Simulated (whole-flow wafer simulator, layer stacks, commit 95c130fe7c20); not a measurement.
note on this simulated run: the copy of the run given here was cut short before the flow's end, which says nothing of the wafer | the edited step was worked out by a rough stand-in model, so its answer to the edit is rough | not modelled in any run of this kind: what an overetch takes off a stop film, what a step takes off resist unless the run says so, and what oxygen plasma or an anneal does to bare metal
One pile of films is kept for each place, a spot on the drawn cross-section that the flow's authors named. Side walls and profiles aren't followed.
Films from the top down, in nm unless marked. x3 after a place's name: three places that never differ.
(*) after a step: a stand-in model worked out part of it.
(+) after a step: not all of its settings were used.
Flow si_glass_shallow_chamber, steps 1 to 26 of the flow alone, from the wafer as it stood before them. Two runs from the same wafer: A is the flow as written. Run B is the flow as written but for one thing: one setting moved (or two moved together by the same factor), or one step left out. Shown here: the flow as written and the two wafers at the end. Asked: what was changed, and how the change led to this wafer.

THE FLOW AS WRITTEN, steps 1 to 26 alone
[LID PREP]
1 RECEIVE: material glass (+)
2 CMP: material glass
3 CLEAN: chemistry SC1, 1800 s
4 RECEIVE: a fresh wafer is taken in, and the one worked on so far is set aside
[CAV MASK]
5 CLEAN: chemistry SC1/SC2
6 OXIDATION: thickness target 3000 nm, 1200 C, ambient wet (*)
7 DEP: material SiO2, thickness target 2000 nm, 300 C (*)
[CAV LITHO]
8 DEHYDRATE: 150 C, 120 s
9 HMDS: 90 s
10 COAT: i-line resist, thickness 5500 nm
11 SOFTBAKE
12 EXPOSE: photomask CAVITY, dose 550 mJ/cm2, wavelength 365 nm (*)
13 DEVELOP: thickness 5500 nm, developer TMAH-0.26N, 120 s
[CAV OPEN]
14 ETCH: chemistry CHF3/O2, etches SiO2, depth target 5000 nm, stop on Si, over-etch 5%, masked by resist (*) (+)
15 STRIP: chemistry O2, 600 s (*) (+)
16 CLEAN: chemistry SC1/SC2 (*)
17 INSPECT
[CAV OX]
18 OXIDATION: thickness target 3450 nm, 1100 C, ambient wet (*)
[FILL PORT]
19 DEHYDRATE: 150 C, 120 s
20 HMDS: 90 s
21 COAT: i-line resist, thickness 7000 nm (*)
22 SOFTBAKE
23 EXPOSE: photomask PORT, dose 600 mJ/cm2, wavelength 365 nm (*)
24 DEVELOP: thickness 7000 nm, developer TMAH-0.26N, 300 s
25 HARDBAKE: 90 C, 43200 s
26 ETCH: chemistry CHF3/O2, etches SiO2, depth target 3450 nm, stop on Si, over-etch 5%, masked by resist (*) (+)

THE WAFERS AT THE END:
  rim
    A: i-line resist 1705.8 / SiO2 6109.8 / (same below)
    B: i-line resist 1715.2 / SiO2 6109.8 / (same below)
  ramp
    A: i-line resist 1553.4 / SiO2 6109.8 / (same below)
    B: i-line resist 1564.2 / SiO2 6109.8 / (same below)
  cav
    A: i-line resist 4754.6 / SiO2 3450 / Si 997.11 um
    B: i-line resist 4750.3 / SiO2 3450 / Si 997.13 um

The cause: step 14, ETCH: over-etch 3.12% was run, where the flow has over-etch 5%.

How the change led to this, step by step:
  14 ETCH: chemistry CHF3/O2, etches SiO2, depth target 5000 nm, stop on Si, over-etch 5%, masked by resist (*) (+)
      cav, port: A SiO2 -5000 (all of it), Si -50 | B SiO2 -5000 (all of it), Si -31.2
  15 STRIP: chemistry O2, 600 s (*) (+)
      rim, ramp, septum, ring: A i-line resist -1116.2 (all of it) | B i-line resist -1194.5 (all of it)
